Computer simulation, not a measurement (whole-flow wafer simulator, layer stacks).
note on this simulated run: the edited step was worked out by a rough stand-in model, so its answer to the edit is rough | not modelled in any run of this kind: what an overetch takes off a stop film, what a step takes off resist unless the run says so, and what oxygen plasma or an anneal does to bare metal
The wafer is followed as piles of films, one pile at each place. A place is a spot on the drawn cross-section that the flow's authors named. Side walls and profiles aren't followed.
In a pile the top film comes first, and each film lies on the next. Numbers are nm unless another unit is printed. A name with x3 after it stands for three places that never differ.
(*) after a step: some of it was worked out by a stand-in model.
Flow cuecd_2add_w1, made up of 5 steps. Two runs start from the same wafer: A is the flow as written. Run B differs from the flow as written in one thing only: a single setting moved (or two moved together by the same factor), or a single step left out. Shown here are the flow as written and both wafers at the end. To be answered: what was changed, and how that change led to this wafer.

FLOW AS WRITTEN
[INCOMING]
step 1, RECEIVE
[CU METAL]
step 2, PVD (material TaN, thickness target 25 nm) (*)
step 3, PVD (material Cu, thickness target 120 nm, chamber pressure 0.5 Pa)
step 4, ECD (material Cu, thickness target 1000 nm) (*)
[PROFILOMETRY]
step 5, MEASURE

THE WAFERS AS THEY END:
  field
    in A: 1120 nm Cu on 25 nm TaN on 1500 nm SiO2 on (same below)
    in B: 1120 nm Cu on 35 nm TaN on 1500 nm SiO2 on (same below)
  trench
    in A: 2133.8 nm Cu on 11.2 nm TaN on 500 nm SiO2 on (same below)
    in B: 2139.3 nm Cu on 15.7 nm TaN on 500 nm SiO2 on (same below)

What caused this: step 2, PVD: thickness target 35 nm was run, though the flow has thickness target 25 nm.
One can read it off the wafer: field has TaN 35, and step 2 as written asks for 25 nm.

How this came from the change, step by step:
  step 2, PVD (material TaN, thickness target 25 nm) (*)
      field: A +25 TaN (new film) | B +35 TaN (new film)
      trench: A +11.2 TaN (new film) | B +15.7 TaN (new film)
